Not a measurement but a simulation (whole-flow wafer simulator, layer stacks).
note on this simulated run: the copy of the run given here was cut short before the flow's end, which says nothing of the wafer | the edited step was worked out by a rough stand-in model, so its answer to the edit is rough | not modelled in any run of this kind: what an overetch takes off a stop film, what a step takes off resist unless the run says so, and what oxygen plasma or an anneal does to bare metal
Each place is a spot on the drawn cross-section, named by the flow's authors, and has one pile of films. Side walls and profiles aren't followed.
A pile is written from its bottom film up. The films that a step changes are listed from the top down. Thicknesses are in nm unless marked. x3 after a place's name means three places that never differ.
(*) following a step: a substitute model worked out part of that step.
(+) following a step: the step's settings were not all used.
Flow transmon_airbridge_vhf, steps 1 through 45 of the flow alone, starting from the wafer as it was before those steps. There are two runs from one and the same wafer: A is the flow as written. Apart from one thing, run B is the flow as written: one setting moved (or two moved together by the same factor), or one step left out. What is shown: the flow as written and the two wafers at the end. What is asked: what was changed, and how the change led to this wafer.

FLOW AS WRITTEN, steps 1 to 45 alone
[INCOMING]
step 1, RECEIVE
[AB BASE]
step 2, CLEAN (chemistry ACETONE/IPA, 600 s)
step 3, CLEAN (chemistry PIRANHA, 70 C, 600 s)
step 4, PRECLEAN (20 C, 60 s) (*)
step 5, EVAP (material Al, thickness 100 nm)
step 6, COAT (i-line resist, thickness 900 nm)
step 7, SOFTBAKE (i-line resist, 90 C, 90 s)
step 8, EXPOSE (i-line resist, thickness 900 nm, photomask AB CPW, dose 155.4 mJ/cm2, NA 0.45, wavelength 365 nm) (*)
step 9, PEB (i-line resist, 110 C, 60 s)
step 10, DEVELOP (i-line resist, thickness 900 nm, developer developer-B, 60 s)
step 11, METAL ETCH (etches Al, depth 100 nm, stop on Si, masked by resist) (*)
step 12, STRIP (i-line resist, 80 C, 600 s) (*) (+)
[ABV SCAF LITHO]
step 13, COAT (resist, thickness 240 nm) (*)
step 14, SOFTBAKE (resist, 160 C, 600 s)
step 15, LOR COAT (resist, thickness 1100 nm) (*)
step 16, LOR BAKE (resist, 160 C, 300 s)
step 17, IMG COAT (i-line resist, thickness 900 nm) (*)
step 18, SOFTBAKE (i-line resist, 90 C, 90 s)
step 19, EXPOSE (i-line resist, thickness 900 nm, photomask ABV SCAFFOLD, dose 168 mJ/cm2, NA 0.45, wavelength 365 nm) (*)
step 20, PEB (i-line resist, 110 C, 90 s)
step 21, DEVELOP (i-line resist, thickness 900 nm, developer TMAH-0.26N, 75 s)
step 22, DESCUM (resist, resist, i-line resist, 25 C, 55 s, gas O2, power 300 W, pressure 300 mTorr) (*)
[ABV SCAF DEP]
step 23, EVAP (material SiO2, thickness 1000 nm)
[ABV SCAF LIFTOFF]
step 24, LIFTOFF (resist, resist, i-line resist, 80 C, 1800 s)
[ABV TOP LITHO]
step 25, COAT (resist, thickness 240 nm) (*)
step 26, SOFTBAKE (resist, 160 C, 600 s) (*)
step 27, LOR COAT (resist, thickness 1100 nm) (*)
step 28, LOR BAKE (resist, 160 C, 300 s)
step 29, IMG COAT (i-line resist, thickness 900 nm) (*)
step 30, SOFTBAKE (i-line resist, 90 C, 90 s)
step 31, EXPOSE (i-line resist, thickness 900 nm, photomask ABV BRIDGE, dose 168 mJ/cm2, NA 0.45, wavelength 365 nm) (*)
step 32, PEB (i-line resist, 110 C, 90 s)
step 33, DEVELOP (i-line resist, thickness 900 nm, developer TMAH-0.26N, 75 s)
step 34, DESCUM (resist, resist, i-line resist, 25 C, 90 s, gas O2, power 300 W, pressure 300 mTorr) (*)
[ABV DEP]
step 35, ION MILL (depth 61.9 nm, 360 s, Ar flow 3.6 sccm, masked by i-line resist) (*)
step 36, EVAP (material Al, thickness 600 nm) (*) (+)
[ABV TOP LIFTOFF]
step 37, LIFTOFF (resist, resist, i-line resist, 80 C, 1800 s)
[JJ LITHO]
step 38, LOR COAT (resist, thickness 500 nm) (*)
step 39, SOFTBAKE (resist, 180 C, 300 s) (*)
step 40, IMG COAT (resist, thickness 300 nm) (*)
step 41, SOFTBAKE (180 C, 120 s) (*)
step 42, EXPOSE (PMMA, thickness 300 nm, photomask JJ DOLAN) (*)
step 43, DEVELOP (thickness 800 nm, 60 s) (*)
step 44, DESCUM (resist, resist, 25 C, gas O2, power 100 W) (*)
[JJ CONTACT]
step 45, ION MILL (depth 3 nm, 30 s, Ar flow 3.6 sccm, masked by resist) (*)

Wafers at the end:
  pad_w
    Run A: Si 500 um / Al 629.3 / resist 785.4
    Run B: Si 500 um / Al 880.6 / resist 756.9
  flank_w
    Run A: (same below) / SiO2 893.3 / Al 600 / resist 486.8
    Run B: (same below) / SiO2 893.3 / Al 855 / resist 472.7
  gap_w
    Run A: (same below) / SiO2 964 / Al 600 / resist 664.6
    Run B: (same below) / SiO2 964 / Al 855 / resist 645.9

The reason: step 36, EVAP: thickness 855 nm was run, while the flow as written has thickness 600 nm.
The wafer itself shows it: flank_w has Al 855, and step 36 as written asks for 600 nm.

Step by step, how the change led to this:
  step 36, EVAP (material Al, thickness 600 nm) (*) (+)
      field x3, jj_line, ground_far and 10 more: A Al gains 600 (new film) | B Al gains 855 (new film)
      pad_w, pad_e: A Al gains 591.2 | B Al gains 842.5
  step 37, LIFTOFF (resist, resist, i-line resist, 80 C, 1800 s)
      field x3, jj_line, trace_open_s x2: A Al loses 600 (all of it), i-line resist loses 600 (all of it), resist loses 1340 (all of it) | B Al loses 855 (all of it), i-line resist loses 600 (all of it), resist loses 1340 (all of it)
      margin_s, margin_n: A Al loses 600 (all of it), i-line resist loses 318.3 (all of it), resist loses 992 (all of it) | B Al loses 855 (all of it), i-line resist loses 318.3 (all of it), resist loses 992 (all of it)
      (and at 1 other place as well)
  step 38, LOR COAT (resist, thickness 500 nm) (*)
      pad_w, pad_e: A resist gains 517 (new film) | B resist gains 498.7 (new film)
      gap_w, gap_e: A resist gains 450.7 (new film) | B resist gains 440.6 (new film)
      (and at 4 other places as well)
  step 40, IMG COAT (resist, thickness 300 nm) (*)
      pad_w, pad_e: A resist gains 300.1 | B resist gains 290
      flank_w, flank_e: A resist gains 212.1 | B resist gains 203.7
      (and at 4 other places as well)
